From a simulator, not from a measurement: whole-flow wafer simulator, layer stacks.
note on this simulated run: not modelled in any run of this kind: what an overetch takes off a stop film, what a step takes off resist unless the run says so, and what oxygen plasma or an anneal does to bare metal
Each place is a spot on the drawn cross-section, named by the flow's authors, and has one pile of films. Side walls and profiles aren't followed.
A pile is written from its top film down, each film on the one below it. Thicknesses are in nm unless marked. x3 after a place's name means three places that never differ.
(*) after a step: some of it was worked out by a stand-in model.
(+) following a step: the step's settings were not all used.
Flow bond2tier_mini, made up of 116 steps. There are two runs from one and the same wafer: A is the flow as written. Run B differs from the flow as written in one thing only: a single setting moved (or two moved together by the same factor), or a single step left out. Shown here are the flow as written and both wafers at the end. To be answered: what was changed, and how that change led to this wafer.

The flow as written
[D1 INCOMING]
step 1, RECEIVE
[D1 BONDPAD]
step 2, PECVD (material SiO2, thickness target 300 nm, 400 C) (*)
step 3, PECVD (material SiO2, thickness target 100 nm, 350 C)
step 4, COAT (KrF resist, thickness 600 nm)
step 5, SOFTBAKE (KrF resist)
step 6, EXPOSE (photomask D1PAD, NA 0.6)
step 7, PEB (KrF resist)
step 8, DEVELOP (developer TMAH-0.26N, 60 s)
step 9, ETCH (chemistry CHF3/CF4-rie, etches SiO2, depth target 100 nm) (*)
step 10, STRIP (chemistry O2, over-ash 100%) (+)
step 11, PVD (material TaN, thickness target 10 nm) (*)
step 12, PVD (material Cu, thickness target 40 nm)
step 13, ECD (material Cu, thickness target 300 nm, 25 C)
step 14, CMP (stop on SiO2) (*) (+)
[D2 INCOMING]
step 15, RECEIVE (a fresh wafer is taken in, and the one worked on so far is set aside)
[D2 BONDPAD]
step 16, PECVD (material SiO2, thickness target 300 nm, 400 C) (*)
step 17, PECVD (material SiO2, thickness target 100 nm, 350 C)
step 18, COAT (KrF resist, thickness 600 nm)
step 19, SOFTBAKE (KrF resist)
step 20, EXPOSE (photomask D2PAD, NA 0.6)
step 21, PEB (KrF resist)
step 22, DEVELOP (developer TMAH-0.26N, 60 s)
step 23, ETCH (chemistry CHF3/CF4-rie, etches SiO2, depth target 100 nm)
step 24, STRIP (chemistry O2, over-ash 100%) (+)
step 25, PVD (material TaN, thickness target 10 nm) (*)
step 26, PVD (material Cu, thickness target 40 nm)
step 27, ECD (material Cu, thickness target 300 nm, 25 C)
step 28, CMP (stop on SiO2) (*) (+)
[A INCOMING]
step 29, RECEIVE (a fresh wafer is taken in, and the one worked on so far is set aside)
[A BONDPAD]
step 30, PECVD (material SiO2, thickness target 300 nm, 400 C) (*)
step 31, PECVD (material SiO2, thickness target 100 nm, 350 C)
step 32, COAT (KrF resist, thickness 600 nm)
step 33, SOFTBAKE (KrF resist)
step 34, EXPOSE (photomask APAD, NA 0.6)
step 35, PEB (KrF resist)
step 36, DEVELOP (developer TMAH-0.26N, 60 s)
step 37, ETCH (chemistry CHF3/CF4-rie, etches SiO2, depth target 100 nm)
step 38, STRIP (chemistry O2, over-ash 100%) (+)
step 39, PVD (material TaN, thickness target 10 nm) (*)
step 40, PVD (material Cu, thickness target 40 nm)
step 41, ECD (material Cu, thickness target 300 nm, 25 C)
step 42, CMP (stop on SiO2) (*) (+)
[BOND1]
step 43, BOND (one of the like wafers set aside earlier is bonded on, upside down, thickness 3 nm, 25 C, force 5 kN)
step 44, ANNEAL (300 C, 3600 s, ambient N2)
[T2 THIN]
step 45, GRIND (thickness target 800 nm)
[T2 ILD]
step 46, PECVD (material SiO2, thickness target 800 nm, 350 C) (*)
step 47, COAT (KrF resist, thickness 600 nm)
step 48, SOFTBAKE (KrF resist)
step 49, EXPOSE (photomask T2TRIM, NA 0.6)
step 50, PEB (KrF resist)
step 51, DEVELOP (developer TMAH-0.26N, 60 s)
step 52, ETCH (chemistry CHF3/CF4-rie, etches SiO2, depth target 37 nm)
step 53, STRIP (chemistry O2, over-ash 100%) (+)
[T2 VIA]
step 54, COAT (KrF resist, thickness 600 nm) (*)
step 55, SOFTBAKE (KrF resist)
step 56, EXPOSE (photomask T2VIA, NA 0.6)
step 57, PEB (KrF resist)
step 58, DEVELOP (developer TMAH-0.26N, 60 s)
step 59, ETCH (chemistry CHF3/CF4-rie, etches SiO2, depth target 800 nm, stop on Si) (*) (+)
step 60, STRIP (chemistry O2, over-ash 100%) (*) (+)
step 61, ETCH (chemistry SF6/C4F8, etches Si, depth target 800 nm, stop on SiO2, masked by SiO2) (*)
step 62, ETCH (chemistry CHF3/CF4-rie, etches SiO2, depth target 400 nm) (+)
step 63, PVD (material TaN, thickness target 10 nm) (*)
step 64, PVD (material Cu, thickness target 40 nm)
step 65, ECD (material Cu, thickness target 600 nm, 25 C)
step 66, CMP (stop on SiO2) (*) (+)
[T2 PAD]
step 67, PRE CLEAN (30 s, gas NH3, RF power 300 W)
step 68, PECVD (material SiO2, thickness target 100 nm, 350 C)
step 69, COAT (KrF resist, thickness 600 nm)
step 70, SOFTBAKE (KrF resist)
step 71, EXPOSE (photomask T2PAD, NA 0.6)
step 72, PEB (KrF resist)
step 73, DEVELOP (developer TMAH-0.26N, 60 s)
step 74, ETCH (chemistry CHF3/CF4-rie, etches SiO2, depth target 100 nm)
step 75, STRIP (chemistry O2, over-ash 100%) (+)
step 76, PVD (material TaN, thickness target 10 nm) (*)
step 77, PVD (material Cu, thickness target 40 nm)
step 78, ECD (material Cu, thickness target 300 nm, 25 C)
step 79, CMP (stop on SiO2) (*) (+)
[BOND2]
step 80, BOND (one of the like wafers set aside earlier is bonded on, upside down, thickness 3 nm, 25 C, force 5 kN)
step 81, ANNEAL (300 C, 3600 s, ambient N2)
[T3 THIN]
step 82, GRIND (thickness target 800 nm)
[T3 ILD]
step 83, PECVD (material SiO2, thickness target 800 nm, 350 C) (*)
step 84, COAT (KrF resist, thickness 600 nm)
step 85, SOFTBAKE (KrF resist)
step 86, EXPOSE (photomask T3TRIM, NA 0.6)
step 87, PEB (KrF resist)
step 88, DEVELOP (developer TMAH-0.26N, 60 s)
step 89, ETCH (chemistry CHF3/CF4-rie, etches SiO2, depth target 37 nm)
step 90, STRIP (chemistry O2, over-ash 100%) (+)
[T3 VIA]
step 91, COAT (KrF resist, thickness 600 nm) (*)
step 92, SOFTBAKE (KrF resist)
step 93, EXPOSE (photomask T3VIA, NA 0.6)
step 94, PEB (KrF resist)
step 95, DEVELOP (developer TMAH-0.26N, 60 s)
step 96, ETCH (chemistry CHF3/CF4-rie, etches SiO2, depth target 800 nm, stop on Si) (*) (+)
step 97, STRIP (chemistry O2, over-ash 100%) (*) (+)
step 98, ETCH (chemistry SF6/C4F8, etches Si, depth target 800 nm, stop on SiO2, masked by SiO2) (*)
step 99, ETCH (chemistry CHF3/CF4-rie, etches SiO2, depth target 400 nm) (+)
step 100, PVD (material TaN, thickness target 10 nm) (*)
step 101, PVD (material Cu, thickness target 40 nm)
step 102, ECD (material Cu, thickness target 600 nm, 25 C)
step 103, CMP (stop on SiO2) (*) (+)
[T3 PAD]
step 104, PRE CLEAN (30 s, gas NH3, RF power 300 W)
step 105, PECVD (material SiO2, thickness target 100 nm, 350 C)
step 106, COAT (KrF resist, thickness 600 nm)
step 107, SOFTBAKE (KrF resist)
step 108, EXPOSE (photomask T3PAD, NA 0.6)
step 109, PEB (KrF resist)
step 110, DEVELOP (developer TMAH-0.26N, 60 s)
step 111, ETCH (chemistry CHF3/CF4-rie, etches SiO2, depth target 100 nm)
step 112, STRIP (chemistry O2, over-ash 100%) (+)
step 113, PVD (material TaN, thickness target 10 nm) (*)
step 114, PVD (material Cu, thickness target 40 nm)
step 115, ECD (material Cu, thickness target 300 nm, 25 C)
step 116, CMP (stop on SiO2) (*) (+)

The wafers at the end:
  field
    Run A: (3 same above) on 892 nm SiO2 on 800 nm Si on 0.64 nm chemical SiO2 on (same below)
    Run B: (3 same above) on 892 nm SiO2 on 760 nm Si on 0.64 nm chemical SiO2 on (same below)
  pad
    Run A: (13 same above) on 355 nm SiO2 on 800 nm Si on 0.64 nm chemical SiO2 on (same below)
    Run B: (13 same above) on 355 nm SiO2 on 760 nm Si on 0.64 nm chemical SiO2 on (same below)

What caused this: step 45, GRIND: thickness target 760 nm was run, though the flow has thickness target 800 nm.
The wafer itself shows it: field has Si 760, and step 45 as written asks for 800 nm.

Step by step, how the change led to this:
  step 45, GRIND (thickness target 800 nm)
      field, pad, via: A -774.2 um Si | B -774.24 um Si
